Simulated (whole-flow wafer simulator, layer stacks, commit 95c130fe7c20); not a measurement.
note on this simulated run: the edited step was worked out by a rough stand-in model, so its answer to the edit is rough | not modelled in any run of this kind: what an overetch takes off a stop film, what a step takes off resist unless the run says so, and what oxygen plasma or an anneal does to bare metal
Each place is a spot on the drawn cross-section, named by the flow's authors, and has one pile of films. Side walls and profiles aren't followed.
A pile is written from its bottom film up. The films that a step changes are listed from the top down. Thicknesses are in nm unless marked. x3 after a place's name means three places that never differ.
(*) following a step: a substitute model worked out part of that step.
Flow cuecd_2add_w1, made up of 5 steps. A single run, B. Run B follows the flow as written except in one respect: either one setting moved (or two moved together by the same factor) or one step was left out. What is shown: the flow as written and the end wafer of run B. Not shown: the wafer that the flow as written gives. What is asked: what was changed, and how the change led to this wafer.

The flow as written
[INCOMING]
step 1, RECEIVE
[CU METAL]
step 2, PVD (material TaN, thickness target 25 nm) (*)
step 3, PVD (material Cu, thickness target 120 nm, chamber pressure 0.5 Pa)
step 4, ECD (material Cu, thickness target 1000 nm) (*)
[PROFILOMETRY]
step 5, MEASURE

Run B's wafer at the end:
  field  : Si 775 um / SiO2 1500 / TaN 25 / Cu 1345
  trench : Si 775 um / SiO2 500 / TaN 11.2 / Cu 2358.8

What caused this: step 4, ECD: thickness target 1225 nm was run, while the flow as written has thickness target 1000 nm.

Step by step, how the change led to this:
  step 4, ECD (material Cu, thickness target 1000 nm) (*)
      field: +1225 Cu (as written it would have been: +1000 Cu)
      trench: +2305.2 Cu (as written it would have been: +2080.2 Cu)
